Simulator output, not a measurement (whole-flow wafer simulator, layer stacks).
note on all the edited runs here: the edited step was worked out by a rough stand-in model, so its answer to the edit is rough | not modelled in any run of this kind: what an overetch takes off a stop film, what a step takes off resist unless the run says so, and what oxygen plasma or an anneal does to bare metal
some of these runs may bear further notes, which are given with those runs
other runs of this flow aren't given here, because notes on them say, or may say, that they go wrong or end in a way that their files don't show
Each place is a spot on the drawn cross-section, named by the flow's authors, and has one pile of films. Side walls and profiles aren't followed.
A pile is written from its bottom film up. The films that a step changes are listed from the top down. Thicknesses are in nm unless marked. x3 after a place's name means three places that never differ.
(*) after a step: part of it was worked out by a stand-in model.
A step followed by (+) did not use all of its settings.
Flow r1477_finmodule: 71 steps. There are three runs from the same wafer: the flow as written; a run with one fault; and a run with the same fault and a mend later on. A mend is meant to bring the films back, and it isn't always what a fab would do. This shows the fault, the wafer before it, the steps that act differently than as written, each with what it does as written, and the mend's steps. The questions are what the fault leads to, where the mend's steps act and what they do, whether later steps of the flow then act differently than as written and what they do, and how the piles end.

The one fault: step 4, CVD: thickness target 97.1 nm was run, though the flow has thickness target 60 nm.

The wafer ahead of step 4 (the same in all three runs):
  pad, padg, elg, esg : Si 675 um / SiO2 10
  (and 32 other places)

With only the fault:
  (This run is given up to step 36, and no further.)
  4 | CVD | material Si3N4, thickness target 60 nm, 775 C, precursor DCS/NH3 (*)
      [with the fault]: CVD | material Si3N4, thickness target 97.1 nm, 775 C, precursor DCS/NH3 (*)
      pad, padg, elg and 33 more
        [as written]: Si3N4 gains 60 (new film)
        [with the fault]: Si3N4 gains 97.1 (new film)
  Later steps of the flow acting differently than as written:
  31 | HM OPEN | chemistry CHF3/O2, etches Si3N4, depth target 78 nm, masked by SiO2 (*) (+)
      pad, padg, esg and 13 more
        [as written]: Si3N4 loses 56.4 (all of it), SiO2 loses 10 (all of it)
        [with the fault]: Si3N4 loses 78
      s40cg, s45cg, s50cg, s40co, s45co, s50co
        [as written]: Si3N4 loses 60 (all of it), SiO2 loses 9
        [with the fault]: Si3N4 loses 78
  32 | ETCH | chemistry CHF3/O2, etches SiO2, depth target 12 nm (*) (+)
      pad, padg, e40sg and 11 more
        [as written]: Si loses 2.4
        [with the fault]: Si3N4 loses 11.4
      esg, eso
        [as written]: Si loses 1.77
        [with the fault]: Si3N4 loses 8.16
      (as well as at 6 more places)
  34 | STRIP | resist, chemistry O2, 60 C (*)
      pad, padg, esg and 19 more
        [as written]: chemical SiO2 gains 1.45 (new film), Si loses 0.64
        [with the fault]: nothing
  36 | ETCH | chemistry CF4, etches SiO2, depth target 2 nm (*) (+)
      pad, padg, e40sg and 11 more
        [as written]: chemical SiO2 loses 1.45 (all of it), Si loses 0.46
        [with the fault]: Si3N4 loses 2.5
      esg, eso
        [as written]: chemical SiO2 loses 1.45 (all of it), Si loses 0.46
        [with the fault]: Si3N4 loses 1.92
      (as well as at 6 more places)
  Once step 36 is done, the piles at pad, padg, elg and 33 more depart from the flow's by more than 2% or 0.5 nm, whichever is larger.
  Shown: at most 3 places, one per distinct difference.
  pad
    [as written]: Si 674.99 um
    [with the fault]: Si 675 um / SiO2 10 / Si3N4 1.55
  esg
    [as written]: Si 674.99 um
    [with the fault]: Si 675 um / SiO2 10 / Si3N4 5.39
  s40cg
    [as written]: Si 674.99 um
    [with the fault]: Si 675 um / SiO2 10 / Si3N4 7.4

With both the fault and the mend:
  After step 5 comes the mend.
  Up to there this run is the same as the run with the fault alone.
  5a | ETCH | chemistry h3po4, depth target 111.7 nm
      pad, padg, elg and 33 more
        Si3N4 loses 97.1 (all of it)
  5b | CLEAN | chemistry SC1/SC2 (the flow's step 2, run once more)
      alters no film at any place that is followed
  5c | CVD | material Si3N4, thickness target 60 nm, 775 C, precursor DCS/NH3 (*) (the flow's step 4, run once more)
      pad, padg, elg and 33 more
        Si3N4 gains 60 (new film)
  None of the later steps of the flow acts differently than as written at any place that is followed.
  At every place that both follow, the piles at the end match the flow's.
